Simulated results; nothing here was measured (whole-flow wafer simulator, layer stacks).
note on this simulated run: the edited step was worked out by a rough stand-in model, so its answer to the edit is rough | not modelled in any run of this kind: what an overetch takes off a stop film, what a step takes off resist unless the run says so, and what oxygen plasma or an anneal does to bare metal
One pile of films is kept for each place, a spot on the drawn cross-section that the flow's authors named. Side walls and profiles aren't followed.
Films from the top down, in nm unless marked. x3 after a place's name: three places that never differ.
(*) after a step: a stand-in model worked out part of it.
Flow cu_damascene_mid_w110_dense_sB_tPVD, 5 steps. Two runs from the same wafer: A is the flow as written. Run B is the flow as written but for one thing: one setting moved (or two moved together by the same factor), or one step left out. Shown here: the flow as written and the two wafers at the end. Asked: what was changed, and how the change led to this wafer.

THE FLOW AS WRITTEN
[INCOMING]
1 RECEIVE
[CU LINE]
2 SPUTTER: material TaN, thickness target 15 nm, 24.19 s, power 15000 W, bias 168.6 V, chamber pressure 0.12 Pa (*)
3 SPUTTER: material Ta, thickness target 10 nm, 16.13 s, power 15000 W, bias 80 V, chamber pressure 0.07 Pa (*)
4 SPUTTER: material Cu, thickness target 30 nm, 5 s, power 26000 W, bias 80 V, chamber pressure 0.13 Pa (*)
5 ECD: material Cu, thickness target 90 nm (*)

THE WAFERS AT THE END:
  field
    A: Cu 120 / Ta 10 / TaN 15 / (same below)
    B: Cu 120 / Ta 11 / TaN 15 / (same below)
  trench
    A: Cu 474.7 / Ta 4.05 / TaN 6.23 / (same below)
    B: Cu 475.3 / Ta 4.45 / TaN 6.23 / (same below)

The cause: step 3, SPUTTER: thickness target 11 nm was run, where the flow has thickness target 10 nm.
It can be read off the wafer: field has Ta 11, and step 3 as written asks for 10 nm.

How the change led to this, step by step:
  3 SPUTTER: material Ta, thickness target 10 nm, 16.13 s, power 15000 W, bias 80 V, chamber pressure 0.07 Pa (*)
      field: A Ta +10 (new film) | B Ta +11 (new film)
